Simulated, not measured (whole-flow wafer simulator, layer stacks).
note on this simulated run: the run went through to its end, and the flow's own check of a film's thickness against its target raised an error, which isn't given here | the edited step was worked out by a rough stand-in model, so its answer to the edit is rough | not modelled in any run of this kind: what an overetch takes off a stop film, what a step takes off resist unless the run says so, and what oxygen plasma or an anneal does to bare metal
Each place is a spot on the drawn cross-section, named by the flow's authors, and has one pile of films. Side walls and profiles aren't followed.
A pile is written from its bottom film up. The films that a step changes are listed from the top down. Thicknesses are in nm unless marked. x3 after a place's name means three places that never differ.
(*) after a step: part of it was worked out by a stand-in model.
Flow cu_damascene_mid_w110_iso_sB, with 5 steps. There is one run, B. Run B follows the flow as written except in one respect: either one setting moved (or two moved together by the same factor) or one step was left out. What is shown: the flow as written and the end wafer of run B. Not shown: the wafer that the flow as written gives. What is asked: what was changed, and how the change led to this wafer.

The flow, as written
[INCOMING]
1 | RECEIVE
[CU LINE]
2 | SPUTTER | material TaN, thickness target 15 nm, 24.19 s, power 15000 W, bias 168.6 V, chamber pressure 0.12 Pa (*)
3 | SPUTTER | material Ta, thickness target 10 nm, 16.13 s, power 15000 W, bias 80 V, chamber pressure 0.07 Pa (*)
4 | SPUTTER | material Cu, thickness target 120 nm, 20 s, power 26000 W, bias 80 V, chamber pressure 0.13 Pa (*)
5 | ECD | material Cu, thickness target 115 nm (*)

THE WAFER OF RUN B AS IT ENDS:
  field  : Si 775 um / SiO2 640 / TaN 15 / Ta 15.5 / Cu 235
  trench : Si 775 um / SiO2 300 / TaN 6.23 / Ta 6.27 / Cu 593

The reason: step 3, SPUTTER: thickness target 15.5 nm was run, though the flow has thickness target 10 nm; step 3, SPUTTER: 25 s was run, where the flow has 16.13 s.
One can read it off the wafer: field has Ta 15.5, and step 3 as written asks for 10 nm.

How this came from the change, step by step:
  3 | SPUTTER | material Ta, thickness target 10 nm, 16.13 s, power 15000 W, bias 80 V, chamber pressure 0.07 Pa (*)
      field: +15.5 Ta (new film) (as written it would have been: +10 Ta (new film))
      trench: +6.27 Ta (new film) (as written it would have been: +4.05 Ta (new film))
